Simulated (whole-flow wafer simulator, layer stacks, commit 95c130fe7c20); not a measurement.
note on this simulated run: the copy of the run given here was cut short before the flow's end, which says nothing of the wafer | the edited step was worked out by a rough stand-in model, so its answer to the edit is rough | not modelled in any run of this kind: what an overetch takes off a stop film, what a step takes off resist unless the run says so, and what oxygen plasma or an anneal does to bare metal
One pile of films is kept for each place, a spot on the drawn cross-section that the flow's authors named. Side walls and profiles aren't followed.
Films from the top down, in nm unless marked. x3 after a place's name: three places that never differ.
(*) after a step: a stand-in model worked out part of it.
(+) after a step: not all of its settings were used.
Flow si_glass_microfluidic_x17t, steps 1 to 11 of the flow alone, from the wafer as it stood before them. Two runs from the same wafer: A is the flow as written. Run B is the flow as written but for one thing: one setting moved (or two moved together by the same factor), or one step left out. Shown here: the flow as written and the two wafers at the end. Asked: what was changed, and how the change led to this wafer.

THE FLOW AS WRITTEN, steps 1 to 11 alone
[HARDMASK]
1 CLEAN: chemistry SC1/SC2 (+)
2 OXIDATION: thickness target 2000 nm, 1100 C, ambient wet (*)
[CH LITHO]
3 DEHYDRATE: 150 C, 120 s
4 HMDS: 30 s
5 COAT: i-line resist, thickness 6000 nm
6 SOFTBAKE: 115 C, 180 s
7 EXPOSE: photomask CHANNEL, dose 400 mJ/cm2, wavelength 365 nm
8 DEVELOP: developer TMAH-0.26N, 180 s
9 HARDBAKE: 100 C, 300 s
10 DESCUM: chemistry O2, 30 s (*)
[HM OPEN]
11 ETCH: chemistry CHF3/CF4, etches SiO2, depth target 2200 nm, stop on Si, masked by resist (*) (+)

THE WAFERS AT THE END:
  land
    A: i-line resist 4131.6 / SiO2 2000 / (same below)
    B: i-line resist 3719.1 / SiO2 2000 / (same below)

The cause: step 11, ETCH: depth target 2695 nm was run, where the flow has depth target 2200 nm.

How the change led to this, step by step:
  11 ETCH: chemistry CHF3/CF4, etches SiO2, depth target 2200 nm, stop on Si, masked by resist (*) (+)
      land: A i-line resist -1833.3 | B i-line resist -2245.8
